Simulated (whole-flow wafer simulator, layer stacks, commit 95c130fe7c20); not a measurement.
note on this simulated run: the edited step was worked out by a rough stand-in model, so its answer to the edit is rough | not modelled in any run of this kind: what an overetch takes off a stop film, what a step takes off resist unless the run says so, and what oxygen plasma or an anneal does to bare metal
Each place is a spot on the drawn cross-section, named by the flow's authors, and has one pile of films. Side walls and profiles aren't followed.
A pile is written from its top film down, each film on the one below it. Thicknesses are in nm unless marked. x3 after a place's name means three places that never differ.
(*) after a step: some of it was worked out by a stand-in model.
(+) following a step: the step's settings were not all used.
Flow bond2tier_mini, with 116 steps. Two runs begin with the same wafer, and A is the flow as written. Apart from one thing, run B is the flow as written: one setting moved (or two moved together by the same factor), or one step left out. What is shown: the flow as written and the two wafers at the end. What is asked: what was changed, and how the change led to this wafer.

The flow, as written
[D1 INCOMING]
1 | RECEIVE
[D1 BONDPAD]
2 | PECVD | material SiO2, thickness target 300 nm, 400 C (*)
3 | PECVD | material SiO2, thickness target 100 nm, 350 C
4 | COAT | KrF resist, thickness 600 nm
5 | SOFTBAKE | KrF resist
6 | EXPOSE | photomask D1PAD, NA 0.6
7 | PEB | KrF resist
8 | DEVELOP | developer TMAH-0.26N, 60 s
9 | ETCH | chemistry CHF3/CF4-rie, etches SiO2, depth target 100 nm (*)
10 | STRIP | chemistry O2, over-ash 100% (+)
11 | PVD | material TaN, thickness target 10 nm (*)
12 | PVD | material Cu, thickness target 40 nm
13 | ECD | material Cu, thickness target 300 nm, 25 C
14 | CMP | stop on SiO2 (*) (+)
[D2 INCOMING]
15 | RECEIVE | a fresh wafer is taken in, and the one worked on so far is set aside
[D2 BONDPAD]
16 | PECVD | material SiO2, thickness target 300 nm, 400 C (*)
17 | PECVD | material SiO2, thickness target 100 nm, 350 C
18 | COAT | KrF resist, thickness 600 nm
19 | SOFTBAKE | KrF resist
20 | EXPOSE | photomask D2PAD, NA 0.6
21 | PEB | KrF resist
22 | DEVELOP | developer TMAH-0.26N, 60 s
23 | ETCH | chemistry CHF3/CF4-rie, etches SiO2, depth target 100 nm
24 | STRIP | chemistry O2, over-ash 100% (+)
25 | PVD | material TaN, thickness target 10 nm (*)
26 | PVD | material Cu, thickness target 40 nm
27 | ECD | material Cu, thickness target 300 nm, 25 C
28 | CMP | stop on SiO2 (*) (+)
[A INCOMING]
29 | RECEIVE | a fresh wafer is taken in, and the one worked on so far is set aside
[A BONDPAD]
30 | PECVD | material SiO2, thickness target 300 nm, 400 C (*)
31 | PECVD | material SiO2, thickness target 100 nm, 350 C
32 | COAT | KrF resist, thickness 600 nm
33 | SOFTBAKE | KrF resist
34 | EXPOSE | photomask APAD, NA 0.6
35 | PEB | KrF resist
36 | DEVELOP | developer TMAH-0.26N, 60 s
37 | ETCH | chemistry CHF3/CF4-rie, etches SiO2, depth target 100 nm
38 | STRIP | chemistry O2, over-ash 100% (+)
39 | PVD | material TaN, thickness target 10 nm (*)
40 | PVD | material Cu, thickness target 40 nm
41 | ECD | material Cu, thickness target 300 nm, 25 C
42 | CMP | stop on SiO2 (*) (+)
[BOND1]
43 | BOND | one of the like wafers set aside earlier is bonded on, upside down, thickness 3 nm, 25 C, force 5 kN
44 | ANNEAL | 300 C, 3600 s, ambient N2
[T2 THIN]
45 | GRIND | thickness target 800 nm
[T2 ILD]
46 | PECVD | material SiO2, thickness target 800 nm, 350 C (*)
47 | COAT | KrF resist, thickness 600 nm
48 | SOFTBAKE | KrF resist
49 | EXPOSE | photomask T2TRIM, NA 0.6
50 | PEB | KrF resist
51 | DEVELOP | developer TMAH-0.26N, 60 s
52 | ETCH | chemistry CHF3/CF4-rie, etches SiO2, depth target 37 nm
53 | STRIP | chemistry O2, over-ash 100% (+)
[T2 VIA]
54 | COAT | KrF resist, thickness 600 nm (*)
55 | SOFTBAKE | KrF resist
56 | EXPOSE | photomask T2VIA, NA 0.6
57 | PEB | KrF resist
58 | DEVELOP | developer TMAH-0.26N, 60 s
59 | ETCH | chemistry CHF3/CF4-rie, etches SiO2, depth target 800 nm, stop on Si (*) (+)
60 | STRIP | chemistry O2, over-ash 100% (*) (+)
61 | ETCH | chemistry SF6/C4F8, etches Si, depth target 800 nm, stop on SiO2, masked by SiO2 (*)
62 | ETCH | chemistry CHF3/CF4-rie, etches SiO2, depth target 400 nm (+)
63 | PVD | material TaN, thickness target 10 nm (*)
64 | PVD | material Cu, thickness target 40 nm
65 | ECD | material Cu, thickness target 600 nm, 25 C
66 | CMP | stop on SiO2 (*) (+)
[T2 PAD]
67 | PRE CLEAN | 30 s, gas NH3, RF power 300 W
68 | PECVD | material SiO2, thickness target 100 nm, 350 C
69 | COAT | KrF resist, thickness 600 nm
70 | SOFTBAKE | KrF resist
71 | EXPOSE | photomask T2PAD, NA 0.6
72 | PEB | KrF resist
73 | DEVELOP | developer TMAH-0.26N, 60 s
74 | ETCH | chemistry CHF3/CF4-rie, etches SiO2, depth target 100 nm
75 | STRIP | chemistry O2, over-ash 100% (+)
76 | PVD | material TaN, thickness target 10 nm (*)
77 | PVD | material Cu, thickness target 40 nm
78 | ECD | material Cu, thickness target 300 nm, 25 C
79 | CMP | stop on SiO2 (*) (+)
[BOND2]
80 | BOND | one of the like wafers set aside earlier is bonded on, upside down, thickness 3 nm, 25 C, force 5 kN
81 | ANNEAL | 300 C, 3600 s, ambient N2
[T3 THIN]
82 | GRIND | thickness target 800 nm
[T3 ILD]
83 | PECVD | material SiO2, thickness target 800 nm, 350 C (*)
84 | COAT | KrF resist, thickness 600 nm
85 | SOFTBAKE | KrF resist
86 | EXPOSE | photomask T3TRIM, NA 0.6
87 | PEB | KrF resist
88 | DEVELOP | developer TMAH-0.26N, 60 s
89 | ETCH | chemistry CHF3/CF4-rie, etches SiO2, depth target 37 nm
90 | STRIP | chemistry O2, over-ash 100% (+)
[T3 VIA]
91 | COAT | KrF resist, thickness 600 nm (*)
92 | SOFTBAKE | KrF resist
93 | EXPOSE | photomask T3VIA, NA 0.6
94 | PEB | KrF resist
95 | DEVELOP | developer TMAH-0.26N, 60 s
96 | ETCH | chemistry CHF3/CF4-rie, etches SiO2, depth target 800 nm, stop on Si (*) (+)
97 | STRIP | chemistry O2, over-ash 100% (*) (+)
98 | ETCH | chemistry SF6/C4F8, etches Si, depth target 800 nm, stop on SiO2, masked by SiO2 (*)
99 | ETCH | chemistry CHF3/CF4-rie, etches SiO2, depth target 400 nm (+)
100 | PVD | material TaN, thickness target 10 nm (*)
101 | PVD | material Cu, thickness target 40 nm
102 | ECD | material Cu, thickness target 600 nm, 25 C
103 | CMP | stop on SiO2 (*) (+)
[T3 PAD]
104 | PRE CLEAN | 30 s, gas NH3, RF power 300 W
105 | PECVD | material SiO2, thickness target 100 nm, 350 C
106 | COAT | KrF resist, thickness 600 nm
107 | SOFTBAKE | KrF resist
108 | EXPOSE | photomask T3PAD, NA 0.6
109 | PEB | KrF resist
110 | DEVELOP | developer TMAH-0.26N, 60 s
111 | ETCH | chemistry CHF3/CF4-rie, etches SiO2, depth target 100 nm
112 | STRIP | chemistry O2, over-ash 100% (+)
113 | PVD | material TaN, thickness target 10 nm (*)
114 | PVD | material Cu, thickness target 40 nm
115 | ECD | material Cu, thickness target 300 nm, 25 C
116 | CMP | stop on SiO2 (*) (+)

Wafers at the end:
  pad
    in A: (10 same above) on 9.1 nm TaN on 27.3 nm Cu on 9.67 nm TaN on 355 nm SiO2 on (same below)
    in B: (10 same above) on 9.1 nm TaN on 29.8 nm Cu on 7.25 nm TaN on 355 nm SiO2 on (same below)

The reason: step 63, PVD: thickness target 7.5 nm was run, while the flow as written has thickness target 10 nm.

The path from the change to this, step by step:
  63 | PVD | material TaN, thickness target 10 nm (*)
      field: A +10 TaN (new film) | B +7.5 TaN (new film)
      pad: A +9.67 TaN (new film) | B +7.25 TaN (new film)
  66 | CMP | stop on SiO2 (*) (+)
      field: A -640 Cu (all of it), -10 TaN (all of it) | B -640 Cu (all of it), -7.5 TaN (all of it)
